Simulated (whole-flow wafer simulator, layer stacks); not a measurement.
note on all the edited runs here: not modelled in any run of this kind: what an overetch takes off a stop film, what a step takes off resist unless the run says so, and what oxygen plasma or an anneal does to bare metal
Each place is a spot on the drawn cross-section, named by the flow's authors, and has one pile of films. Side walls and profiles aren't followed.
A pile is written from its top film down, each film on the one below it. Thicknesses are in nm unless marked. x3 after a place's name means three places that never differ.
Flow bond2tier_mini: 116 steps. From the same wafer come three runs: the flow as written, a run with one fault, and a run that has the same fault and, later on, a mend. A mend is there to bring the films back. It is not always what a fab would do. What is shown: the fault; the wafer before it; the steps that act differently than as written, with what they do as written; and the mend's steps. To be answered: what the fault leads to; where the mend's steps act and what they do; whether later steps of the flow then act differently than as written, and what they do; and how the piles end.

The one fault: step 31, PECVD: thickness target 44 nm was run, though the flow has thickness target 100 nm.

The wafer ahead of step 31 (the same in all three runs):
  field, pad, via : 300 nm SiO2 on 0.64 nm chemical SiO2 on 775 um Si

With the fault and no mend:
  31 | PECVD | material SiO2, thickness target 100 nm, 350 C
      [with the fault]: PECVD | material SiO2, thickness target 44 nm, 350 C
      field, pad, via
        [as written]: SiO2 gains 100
        [with the fault]: SiO2 gains 44
  None of the later steps of the flow acts differently than as written at any place that is followed.
  At field, pad, the piles at the end differ from the flow's by more than 2% or 0.5 nm, whichever is larger.
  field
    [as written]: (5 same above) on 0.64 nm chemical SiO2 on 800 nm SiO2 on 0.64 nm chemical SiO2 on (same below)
    [with the fault]: (5 same above) on 0.64 nm chemical SiO2 on 744 nm SiO2 on 0.64 nm chemical SiO2 on (same below)
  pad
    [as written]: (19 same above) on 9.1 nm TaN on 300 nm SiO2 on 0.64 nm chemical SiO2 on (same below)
    [with the fault]: (19 same above) on 9.1 nm TaN on 244 nm SiO2 on 0.64 nm chemical SiO2 on (same below)

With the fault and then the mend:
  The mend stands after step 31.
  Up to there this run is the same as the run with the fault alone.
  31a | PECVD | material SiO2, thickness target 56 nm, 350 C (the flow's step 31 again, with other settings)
      field, pad, via
        SiO2 gains 56
  None of the later steps of the flow acts differently than as written at any place that is followed.
  By the end, the piles equal the flow's at every place that both follow.
